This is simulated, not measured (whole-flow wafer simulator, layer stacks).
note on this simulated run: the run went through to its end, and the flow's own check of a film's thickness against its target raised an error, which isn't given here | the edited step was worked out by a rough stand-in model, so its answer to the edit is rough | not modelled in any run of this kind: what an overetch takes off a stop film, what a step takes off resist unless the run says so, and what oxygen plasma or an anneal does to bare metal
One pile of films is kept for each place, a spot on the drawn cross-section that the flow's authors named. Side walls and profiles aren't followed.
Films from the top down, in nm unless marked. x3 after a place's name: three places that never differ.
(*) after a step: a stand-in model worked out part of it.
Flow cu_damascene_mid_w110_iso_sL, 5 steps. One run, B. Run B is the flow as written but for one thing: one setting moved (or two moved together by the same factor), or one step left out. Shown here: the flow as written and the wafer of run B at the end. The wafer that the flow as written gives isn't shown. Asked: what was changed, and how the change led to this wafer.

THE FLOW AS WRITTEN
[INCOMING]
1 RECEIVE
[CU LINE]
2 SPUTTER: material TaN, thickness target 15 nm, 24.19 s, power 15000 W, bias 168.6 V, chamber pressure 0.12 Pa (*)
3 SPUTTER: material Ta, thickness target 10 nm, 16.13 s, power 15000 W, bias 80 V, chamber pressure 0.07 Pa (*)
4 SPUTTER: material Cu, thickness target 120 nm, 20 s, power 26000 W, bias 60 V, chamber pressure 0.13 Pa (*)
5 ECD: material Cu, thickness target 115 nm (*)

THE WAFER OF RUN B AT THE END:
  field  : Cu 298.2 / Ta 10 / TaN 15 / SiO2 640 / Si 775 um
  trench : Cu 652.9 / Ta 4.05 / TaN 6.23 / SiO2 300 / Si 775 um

The cause: step 5, ECD: thickness target 178.2 nm was run, where the flow has thickness target 115 nm.

How the change led to this, step by step:
  5 ECD: material Cu, thickness target 115 nm (*)
      field: Cu +178.2 (as written it would be: Cu +115)
      trench: Cu +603 (as written it would be: Cu +539.8)
